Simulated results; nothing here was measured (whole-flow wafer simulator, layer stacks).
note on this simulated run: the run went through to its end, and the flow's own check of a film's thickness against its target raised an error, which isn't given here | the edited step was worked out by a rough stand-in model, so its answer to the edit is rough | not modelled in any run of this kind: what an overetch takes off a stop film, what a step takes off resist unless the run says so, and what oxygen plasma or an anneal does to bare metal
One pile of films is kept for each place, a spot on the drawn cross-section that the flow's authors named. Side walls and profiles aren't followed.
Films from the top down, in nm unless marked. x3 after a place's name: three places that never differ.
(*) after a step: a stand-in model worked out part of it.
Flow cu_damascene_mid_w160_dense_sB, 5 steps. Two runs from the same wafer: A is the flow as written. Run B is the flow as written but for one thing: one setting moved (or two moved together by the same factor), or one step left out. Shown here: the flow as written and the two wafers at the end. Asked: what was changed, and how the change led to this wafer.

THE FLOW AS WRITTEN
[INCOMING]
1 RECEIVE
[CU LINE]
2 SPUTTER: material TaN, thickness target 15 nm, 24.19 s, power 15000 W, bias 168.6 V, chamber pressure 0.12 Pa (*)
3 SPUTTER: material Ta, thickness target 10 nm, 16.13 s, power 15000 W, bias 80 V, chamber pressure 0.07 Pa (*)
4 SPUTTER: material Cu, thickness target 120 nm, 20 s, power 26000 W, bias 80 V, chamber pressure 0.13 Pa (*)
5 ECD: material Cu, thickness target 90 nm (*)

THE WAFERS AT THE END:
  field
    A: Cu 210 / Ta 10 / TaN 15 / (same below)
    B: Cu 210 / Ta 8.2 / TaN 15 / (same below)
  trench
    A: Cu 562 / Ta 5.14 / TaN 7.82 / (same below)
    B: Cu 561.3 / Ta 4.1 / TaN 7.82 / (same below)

The cause: step 3, SPUTTER: power 12300 W was run, where the flow has power 15000 W.

How the change led to this, step by step:
  3 SPUTTER: material Ta, thickness target 10 nm, 16.13 s, power 15000 W, bias 80 V, chamber pressure 0.07 Pa (*)
      field: A Ta +10 (new film) | B Ta +8.2 (new film)
      trench: A Ta +5.14 (new film) | B Ta +4.1 (new film)
